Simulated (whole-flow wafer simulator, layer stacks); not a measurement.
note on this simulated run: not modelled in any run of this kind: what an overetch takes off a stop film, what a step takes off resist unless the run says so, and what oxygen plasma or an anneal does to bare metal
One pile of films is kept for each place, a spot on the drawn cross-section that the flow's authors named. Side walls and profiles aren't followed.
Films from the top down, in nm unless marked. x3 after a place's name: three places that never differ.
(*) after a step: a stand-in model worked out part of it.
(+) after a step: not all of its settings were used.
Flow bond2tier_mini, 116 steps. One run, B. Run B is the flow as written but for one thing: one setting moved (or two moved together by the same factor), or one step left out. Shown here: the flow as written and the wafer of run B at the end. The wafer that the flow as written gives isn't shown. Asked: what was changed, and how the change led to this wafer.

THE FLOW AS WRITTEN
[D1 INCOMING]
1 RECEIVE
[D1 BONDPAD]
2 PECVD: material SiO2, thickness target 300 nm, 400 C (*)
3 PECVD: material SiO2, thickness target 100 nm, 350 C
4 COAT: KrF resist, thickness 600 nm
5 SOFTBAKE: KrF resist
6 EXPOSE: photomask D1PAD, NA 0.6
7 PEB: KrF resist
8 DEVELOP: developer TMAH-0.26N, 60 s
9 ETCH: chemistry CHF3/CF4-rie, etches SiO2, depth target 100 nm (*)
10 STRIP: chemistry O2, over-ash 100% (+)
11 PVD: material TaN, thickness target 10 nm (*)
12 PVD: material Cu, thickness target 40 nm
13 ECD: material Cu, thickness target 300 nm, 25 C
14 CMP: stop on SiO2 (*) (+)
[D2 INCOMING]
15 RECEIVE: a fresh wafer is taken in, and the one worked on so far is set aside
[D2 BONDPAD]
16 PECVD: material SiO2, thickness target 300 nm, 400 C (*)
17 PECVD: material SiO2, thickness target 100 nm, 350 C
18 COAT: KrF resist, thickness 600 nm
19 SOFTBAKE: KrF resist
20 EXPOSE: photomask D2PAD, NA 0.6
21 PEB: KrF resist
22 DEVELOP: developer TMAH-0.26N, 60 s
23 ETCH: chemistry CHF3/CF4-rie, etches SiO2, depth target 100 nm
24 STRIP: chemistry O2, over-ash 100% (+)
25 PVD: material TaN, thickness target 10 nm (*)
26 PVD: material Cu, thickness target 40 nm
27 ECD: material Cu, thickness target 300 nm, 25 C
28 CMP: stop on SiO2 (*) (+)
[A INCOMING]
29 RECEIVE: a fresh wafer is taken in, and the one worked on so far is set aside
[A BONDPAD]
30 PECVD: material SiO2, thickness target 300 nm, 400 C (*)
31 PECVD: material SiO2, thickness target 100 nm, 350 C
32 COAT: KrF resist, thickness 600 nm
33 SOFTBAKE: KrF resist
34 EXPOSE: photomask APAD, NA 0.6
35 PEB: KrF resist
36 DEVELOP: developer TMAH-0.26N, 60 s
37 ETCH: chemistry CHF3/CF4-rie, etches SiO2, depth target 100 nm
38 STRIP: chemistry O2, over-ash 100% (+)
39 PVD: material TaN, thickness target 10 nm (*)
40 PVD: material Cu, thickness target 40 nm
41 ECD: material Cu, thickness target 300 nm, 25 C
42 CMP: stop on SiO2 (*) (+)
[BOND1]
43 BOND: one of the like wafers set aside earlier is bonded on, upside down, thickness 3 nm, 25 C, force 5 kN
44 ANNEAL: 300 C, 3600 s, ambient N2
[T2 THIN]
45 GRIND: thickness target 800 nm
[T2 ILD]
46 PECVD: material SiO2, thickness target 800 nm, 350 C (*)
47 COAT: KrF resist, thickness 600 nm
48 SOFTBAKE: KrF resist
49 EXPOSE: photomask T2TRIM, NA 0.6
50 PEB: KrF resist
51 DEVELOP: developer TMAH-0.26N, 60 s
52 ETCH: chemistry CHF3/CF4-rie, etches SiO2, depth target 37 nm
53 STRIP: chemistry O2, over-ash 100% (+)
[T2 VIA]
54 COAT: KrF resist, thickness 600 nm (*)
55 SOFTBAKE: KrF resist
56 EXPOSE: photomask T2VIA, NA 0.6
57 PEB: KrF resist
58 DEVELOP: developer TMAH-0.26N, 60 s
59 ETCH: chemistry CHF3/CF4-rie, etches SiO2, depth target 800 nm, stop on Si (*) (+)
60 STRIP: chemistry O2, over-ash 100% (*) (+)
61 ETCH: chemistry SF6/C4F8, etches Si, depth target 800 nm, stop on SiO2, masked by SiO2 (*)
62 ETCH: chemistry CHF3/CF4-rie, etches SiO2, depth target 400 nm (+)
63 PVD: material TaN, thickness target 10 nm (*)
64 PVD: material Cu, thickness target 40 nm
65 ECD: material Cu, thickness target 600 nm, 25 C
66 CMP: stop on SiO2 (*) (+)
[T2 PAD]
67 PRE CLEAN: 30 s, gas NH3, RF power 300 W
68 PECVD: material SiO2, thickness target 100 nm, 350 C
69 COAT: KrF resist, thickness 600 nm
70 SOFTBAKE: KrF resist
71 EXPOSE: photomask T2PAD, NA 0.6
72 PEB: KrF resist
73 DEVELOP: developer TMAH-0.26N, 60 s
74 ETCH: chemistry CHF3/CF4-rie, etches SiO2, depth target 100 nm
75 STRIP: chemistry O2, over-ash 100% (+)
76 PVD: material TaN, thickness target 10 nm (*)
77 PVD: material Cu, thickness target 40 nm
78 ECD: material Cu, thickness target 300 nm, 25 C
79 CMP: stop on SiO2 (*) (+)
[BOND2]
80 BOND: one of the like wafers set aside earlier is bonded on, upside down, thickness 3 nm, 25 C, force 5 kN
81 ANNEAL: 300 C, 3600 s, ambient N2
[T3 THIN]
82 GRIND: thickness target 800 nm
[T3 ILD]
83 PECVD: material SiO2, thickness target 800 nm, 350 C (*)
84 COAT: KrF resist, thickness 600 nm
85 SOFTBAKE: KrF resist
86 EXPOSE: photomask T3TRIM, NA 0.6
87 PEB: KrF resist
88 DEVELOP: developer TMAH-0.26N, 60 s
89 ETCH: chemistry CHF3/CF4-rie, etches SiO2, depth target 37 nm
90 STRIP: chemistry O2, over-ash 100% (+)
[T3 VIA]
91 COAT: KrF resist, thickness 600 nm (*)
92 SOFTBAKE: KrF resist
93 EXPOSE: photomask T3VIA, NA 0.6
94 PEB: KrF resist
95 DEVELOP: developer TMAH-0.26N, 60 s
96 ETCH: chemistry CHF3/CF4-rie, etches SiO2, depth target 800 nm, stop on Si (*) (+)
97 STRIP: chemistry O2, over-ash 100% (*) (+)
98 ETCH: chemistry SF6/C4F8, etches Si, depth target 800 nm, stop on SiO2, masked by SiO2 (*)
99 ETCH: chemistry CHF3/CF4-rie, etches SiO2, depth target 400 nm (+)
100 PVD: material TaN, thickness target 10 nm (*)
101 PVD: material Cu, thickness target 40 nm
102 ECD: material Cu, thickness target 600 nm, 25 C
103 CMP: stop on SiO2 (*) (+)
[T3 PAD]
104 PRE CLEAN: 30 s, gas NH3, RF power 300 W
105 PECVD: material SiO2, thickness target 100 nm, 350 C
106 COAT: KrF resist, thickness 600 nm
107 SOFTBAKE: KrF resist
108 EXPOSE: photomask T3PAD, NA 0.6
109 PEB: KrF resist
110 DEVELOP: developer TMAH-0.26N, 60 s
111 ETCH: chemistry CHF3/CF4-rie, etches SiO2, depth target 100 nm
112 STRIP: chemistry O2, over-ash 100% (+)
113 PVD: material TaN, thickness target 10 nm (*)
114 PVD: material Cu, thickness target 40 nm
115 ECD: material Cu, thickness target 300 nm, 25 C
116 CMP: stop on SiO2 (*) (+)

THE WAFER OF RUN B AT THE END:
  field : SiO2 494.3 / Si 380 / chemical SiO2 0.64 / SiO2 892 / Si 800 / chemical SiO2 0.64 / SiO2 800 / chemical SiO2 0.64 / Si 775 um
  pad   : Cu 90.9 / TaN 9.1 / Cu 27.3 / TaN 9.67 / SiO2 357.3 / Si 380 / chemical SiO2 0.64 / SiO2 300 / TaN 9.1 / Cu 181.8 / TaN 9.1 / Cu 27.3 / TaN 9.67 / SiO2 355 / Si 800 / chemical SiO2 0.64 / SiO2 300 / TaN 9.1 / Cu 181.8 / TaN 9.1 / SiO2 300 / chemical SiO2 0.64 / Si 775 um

The cause: step 82, GRIND: thickness target 380 nm was run, where the flow has thickness target 800 nm.
It can be read off the wafer: field has Si 380, and step 82 as written asks for 800 nm.

How the change led to this, step by step:
  82 GRIND: thickness target 800 nm
      field, pad: Si -774.62 um (as written it would be: Si -774.2 um)
  98 ETCH: chemistry SF6/C4F8, etches Si, depth target 800 nm, stop on SiO2, masked by SiO2 (*)
      field, pad: SiO2 -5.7 (as written it would be: SiO2 -8)
